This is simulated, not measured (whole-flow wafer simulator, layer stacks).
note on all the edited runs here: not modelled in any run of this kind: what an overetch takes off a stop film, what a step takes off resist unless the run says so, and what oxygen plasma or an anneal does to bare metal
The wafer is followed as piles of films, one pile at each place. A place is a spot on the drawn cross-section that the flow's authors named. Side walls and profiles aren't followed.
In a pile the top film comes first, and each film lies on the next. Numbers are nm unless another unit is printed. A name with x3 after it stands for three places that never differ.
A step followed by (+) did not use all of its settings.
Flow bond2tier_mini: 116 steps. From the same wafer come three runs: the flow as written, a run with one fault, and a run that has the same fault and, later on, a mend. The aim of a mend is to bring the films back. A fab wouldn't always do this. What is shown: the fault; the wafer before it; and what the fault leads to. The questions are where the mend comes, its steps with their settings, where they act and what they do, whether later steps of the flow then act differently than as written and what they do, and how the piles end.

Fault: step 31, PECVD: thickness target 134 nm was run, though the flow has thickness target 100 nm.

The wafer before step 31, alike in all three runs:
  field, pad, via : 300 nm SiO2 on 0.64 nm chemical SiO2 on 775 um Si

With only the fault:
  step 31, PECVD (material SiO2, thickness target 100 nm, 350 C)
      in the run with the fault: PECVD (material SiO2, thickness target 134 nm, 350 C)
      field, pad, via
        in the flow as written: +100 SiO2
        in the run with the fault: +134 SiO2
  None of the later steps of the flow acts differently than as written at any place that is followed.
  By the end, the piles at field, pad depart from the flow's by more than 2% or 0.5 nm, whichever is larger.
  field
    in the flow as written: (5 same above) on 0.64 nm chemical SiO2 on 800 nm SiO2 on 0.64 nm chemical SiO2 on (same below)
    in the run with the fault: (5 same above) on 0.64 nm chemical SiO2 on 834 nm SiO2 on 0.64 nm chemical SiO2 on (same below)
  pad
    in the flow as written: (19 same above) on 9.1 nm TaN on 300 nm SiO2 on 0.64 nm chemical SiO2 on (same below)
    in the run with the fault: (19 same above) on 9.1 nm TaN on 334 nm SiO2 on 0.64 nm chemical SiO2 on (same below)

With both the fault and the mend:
  After step 36 comes the mend.
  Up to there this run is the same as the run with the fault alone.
  step 36a, STRIP (chemistry O2, over-ash 100%) (+)
      field
        -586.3 KrF resist (all of it)
  step 36b, ETCH (chemistry CHF3/CF4-rie, etches SiO2, depth target 34 nm)
      field, pad, via
        -34 SiO2
  step 36c, COAT (KrF resist, thickness 600 nm) (the flow's step 32, run once more)
      field, pad, via
        +600 KrF resist (new film)
  step 36d, SOFTBAKE (KrF resist) (the flow's step 33, run once more)
      does not change any film at any place that is followed
  step 36e, EXPOSE (photomask APAD, NA 0.6) (the flow's step 34, run once more)
      does not change any film at any place that is followed
  step 36f, PEB (KrF resist) (the flow's step 35, run once more)
      does not change any film at any place that is followed
  step 36g, DEVELOP (developer TMAH-0.26N, 60 s) (the flow's step 36, run once more)
      pad, via
        -600 KrF resist (all of it)
      field
        -13.7 KrF resist
  None of the later steps of the flow acts differently than as written at any place that is followed.
  By the end, the piles equal the flow's at every place that both follow.
